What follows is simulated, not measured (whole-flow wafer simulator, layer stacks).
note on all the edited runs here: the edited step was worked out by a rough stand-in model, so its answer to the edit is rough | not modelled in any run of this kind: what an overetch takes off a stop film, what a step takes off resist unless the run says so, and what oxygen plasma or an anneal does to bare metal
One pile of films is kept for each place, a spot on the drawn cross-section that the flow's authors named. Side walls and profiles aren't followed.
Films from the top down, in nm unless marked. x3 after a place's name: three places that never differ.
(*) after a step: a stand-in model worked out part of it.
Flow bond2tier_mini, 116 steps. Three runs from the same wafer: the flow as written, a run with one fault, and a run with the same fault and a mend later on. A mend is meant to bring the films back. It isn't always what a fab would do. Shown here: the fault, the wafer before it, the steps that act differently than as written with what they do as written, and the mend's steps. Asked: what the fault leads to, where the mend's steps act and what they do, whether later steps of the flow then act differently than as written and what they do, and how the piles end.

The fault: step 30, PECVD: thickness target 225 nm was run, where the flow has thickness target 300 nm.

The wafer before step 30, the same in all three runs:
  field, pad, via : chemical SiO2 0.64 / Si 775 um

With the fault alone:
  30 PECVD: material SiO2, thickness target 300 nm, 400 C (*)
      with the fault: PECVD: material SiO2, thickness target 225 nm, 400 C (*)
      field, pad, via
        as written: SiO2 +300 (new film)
        with the fault: SiO2 +225 (new film)
  No later step of the flow acts differently than as written at any place that is followed.
  At the end the piles differ from the flow's by more than 2% or 0.5 nm, whichever is larger, at field, pad.
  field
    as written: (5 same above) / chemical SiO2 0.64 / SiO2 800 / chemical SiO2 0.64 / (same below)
    with the fault: (5 same above) / chemical SiO2 0.64 / SiO2 725 / chemical SiO2 0.64 / (same below)
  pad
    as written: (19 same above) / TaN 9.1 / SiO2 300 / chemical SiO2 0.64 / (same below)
    with the fault: (19 same above) / TaN 9.1 / SiO2 225 / chemical SiO2 0.64 / (same below)

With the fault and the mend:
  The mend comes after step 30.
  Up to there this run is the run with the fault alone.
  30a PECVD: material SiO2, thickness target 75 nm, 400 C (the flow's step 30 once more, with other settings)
      field, pad, via
        SiO2 +75
  No later step of the flow acts differently than as written at any place that is followed.
  At the end the piles are the same as the flow's at every place that both follow.
